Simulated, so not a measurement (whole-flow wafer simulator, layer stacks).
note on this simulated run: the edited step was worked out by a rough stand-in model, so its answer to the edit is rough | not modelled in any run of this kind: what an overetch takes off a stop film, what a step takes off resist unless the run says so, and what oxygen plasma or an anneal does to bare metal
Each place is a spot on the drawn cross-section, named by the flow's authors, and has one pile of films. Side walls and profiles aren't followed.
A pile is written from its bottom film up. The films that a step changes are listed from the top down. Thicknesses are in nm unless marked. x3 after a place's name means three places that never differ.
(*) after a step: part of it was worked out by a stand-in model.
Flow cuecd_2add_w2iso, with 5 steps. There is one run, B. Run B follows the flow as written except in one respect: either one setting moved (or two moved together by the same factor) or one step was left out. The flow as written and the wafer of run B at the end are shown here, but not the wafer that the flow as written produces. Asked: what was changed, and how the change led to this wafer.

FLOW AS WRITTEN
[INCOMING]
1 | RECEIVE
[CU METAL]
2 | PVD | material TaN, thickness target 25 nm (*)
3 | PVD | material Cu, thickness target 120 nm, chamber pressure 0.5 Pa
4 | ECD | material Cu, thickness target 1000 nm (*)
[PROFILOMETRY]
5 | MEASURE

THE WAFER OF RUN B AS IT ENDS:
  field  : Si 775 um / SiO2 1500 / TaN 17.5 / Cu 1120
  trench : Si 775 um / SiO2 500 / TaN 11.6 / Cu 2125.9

What caused this: step 2, PVD: thickness target 17.5 nm was run, though the flow has thickness target 25 nm.
The wafer itself shows it: field has TaN 17.5, and step 2 as written asks for 25 nm.

How this came from the change, step by step:
  2 | PVD | material TaN, thickness target 25 nm (*)
      field: TaN gains 17.5 (new film) (in the flow as written it would be: TaN gains 25 (new film))
      trench: TaN gains 11.6 (new film) (in the flow as written it would be: TaN gains 16.6 (new film))
